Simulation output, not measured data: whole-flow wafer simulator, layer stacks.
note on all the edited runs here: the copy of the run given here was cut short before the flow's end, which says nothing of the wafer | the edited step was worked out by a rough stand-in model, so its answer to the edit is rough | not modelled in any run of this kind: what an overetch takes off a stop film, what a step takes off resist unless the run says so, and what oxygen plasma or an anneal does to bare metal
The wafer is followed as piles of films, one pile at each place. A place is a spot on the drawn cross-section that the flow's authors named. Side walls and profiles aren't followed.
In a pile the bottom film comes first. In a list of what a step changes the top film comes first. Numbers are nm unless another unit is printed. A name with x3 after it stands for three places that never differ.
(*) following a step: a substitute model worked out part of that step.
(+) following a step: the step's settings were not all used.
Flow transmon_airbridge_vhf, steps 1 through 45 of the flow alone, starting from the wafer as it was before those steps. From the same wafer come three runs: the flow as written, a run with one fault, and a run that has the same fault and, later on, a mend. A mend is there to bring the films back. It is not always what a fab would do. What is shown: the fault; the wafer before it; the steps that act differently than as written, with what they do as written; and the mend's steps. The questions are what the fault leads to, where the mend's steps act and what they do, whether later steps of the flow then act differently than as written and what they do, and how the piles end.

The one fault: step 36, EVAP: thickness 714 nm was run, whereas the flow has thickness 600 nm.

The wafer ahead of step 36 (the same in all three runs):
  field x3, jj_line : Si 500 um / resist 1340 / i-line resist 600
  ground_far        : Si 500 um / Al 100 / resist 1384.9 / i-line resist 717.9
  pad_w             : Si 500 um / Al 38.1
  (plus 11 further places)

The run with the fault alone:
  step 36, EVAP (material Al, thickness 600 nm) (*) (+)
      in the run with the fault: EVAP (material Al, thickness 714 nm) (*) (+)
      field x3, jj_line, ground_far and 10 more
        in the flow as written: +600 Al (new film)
        in the run with the fault: +714 Al (new film)
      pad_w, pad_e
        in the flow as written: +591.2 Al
        in the run with the fault: +703.6 Al
  Steps later in the flow that act otherwise than as written:
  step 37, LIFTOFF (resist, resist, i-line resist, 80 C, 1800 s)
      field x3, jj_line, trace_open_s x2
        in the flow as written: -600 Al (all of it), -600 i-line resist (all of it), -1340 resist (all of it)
        in the run with the fault: -714 Al (all of it), -600 i-line resist (all of it), -1340 resist (all of it)
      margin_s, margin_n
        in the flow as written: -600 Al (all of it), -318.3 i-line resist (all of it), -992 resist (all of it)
        in the run with the fault: -714 Al (all of it), -318.3 i-line resist (all of it), -992 resist (all of it)
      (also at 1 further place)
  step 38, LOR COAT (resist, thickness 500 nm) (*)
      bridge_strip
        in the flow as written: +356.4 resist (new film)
        in the run with the fault: +345.8 resist (new film)
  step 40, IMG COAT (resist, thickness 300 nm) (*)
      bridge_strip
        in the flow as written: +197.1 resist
        in the run with the fault: +190.3 resist
  By the end, the piles at pad_w, flank_w, gap_w, cpw_trace, gap_e, flank_e, pad_e, bridge_strip depart from the flow's by more than 2% or 0.5 nm, whichever is larger.
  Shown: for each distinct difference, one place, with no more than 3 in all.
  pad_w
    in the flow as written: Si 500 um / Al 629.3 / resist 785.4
    in the run with the fault: Si 500 um / Al 741.6 / resist 773
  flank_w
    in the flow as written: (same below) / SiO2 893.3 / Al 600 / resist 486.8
    in the run with the fault: (same below) / SiO2 893.3 / Al 714 / resist 480.5
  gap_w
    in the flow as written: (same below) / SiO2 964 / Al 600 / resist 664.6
    in the run with the fault: (same below) / SiO2 964 / Al 714 / resist 656.2

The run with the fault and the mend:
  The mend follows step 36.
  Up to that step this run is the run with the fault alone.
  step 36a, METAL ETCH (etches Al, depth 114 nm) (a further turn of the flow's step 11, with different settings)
      field x3, jj_line, ground_far and 12 more
        -114 Al
  Every later step of the flow that is run acts as written, at every place that is followed, to within 2% or 0.5 nm, whichever is larger.
  When the end is reached, the piles differ only a little from the flow's at the places that both follow, at most by 2% or 0.5 nm, whichever is larger.
